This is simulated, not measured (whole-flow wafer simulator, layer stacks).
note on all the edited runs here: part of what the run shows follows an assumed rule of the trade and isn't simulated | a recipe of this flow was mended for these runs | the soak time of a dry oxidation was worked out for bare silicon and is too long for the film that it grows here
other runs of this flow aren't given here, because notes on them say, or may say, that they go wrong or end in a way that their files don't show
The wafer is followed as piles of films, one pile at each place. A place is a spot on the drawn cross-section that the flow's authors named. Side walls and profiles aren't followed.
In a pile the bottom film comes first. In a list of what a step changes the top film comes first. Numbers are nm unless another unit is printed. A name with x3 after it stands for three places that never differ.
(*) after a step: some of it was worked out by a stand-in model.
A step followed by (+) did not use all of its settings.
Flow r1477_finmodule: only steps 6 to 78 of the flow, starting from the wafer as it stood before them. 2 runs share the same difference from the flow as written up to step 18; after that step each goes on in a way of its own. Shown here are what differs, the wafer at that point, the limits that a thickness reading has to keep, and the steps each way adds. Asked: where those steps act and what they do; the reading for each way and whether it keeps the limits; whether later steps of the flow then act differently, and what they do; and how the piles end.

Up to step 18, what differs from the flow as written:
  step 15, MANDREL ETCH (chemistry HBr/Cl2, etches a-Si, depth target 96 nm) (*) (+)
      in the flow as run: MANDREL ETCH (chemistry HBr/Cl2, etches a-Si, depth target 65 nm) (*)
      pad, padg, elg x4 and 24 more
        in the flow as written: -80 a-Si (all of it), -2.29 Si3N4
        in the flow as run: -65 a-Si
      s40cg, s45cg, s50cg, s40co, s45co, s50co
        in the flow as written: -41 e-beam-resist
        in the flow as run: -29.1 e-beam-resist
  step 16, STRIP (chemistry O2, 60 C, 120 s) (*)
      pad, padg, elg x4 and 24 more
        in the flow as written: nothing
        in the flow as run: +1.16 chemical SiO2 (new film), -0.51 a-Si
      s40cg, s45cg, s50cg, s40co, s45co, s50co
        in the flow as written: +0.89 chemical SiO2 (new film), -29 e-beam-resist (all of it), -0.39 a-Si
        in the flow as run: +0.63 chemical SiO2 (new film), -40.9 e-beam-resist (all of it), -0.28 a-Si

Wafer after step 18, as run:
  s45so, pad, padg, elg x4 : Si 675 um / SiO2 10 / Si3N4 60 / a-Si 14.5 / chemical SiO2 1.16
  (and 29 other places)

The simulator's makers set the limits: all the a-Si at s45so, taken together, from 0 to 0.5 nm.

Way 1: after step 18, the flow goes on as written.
  Reading after step 18: 14.5 nm, not within the limits.
  Steps later in the flow that act otherwise than as written (not shown: 4 more steps that differ only slightly, by at most 2% or 0.5 nm, whichever is larger):
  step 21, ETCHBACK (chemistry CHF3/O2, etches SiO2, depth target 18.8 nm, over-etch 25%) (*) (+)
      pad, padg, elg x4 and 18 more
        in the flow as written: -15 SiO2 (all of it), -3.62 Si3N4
        going this way: -15 SiO2 (all of it), -1.16 chemical SiO2 (all of it), -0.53 a-Si
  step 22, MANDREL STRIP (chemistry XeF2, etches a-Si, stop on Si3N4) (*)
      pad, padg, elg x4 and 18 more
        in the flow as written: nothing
        going this way: -14 a-Si (all of it)
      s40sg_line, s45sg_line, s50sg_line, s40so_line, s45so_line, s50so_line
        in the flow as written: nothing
        going this way: under 1 film: -1.16 chemical SiO2 (all of it), -14.5 a-Si (all of it)
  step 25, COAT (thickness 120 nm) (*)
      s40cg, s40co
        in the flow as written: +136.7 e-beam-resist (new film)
        going this way: +123.8 e-beam-resist (new film)
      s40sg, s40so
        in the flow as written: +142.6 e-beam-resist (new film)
        going this way: +123.8 e-beam-resist (new film)
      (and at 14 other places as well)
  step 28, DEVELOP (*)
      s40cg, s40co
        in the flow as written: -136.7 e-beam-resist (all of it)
        going this way: -123.8 e-beam-resist (all of it)
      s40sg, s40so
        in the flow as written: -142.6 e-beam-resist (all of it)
        going this way: -123.8 e-beam-resist (all of it)
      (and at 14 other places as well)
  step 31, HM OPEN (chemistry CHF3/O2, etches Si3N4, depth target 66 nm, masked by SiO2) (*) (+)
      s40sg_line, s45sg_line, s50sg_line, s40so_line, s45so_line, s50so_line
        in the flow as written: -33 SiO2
        going this way: -15 SiO2 (all of it), -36 Si3N4
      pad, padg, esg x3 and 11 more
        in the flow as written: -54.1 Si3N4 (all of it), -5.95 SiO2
        going this way: -60 Si3N4 (all of it), -3 SiO2
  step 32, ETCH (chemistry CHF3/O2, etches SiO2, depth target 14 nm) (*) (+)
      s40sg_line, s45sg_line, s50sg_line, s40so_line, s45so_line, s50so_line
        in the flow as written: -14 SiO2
        going this way: -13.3 Si3N4
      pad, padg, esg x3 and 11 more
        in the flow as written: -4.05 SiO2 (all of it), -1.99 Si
        going this way: -7 SiO2 (all of it), -1.4 Si
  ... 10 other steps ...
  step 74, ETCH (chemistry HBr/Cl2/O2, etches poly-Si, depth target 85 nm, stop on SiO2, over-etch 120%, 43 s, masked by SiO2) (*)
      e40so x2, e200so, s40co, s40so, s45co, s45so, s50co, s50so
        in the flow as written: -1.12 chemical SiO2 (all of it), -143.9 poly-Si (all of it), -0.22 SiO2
        going this way: -1.12 chemical SiO2 (all of it), -158.9 poly-Si (all of it), -0.14 SiO2
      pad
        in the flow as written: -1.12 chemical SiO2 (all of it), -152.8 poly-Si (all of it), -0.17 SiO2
        going this way: -1.12 chemical SiO2 (all of it), -167.8 poly-Si (all of it), -0.1 SiO2
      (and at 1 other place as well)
  The piles end different from the flow's at pad, padg, esg x3 and 17 more by more than 2% or 0.5 nm, whichever is larger.
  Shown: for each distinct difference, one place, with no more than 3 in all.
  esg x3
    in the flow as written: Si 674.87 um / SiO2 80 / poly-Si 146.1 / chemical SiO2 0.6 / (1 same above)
    going this way: Si 674.87 um / SiO2 64.4 / poly-Si 161.1 / chemical SiO2 0.6 / (1 same above)
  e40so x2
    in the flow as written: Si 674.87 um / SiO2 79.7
    going this way: Si 674.87 um / SiO2 64.2
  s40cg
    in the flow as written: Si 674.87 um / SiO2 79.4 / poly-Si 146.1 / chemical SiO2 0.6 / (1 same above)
    going this way: Si 674.87 um / SiO2 64.4 / poly-Si 161.1 / chemical SiO2 0.6 / (1 same above)

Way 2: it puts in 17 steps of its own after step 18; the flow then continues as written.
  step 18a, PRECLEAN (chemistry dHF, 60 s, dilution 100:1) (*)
      pad, padg, elg x4 and 24 more
        -1.16 chemical SiO2 (all of it)
      s40cg, s45cg, s50cg, s40co, s45co, s50co
        -0.63 chemical SiO2 (all of it)
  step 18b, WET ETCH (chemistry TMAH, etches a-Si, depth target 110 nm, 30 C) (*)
      pad, padg, elg x4 and 24 more
        -14.5 a-Si (all of it)
      s40cg, s45cg, s50cg, s40co, s45co, s50co
        -79.7 a-Si (all of it)
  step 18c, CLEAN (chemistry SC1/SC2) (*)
      leaves every film unchanged at each place that is followed
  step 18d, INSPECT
      leaves every film unchanged at each place that is followed
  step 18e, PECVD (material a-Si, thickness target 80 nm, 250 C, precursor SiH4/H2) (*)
      pad, padg, elg x4 and 30 more
        +80 a-Si (new film)
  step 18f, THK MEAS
      leaves every film unchanged at each place that is followed
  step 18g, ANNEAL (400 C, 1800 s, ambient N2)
      leaves every film unchanged at each place that is followed
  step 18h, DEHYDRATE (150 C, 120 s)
      leaves every film unchanged at each place that is followed
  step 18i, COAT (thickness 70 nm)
      pad, padg, elg x4 and 30 more
        +70 e-beam-resist (new film)
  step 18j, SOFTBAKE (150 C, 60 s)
      leaves every film unchanged at each place that is followed
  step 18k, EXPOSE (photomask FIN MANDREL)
      leaves every film unchanged at each place that is followed
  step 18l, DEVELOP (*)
      pad, padg, elg x4 and 24 more
        -70 e-beam-resist (all of it)
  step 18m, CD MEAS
      leaves every film unchanged at each place that is followed
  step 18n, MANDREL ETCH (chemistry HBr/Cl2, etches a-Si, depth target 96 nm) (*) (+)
      pad, padg, elg x4 and 24 more
        -80 a-Si (all of it), -2.29 Si3N4
      s40cg, s45cg, s50cg, s40co, s45co, s50co
        -41 e-beam-resist
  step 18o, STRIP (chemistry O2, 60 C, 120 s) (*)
      s40cg, s45cg, s50cg, s40co, s45co, s50co
        +0.89 chemical SiO2 (new film), -29 e-beam-resist (all of it), -0.39 a-Si
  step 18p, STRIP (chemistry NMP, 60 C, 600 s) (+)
      leaves every film unchanged at each place that is followed
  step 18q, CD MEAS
      leaves every film unchanged at each place that is followed
  Reading after step 18q: 0 nm, inside the limits.
  Later steps of the flow that are run all act as written at every place that is followed.
  The piles end the same as the flow's at every place that both follow.

The limits are kept by: way 2. They are not kept by: way 1.
